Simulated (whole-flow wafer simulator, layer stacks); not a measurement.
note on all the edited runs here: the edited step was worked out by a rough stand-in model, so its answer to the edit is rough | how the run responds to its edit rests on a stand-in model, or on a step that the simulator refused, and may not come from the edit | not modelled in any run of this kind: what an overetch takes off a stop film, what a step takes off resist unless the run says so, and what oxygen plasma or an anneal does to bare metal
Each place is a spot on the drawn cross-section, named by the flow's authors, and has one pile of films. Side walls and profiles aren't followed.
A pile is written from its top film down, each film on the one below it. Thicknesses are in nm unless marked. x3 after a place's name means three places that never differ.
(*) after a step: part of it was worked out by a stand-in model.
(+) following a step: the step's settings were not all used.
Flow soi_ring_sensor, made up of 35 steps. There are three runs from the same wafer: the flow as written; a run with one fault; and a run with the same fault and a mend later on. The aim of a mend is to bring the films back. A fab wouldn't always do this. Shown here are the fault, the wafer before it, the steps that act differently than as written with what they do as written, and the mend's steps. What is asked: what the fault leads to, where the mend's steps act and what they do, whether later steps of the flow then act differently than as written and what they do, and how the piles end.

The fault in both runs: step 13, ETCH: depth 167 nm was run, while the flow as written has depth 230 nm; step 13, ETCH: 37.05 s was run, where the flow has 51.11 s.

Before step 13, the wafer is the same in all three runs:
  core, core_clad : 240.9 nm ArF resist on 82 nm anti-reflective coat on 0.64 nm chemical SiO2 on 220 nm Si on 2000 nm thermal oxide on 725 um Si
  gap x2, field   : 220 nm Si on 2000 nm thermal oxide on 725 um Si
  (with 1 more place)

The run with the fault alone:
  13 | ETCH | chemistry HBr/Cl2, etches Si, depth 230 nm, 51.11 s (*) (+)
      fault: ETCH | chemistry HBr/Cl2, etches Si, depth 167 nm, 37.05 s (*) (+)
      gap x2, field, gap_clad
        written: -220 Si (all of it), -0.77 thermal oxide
        fault: -167 Si
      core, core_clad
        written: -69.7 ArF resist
        fault: -50.5 ArF resist
  Steps further on in the flow that do not act as written:
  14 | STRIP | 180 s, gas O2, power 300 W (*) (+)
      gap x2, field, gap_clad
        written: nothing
        fault: +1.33 chemical SiO2 (new film), -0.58 Si
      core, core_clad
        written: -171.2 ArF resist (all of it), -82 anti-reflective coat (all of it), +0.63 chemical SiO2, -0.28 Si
        fault: -190.4 ArF resist (all of it), -82 anti-reflective coat (all of it), +0.62 chemical SiO2, -0.27 Si
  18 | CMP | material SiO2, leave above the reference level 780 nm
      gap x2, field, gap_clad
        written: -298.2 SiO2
        fault: -352.8 SiO2
  The piles end different from the flow's at field by more than 2% or 0.5 nm, whichever is larger.
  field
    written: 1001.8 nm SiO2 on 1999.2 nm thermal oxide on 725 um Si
    fault: 947.2 nm SiO2 on 1.33 nm chemical SiO2 on 52.4 nm Si on 2000 nm thermal oxide on 725 um Si

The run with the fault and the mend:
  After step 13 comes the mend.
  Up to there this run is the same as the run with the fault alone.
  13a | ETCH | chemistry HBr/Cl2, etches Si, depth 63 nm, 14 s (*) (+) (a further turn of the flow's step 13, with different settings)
      gap x2, field, gap_clad
        -53 Si (all of it), -0.77 thermal oxide
      core, core_clad
        -19.1 ArF resist
  Every later step of the flow that is run acts as written, at every place that is followed, to within 2% or 0.5 nm, whichever is larger.
  The piles end the same as the flow's at every place that both follow.
